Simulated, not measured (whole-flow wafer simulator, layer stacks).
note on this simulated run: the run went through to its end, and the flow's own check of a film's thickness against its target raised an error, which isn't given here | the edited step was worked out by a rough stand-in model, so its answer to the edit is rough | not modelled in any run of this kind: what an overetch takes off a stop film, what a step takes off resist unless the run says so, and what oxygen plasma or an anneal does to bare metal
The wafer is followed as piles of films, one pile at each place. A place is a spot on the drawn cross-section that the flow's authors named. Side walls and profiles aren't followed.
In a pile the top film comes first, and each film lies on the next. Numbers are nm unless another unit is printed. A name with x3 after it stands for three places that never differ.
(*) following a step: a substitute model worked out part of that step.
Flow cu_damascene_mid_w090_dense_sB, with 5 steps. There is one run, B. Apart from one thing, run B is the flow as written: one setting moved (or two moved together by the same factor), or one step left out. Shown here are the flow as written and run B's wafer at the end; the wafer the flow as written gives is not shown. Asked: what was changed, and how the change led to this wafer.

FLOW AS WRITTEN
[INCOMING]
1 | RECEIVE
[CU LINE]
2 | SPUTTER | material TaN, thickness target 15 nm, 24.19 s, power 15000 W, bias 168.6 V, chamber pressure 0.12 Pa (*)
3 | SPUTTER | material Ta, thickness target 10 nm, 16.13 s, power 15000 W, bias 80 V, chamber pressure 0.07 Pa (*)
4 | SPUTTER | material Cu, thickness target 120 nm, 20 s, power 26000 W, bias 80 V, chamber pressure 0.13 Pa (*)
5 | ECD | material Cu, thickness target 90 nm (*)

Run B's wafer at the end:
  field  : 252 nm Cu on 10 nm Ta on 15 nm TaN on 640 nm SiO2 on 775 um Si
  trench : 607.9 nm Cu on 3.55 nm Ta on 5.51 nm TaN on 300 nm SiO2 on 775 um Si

The reason: step 4, SPUTTER: thickness target 162 nm was run, while the flow as written has thickness target 120 nm; step 4, SPUTTER: 27 s was run, where the flow has 20 s.

The path from the change to this, step by step:
  4 | SPUTTER | material Cu, thickness target 120 nm, 20 s, power 26000 W, bias 80 V, chamber pressure 0.13 Pa (*)
      field: +162 Cu (new film) (it would be, as written: +120 Cu (new film))
      trench: +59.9 Cu (new film) (it would be, as written: +44.3 Cu (new film))
  5 | ECD | material Cu, thickness target 90 nm (*)
      trench: +548.1 Cu (it would be, as written: +521.6 Cu)
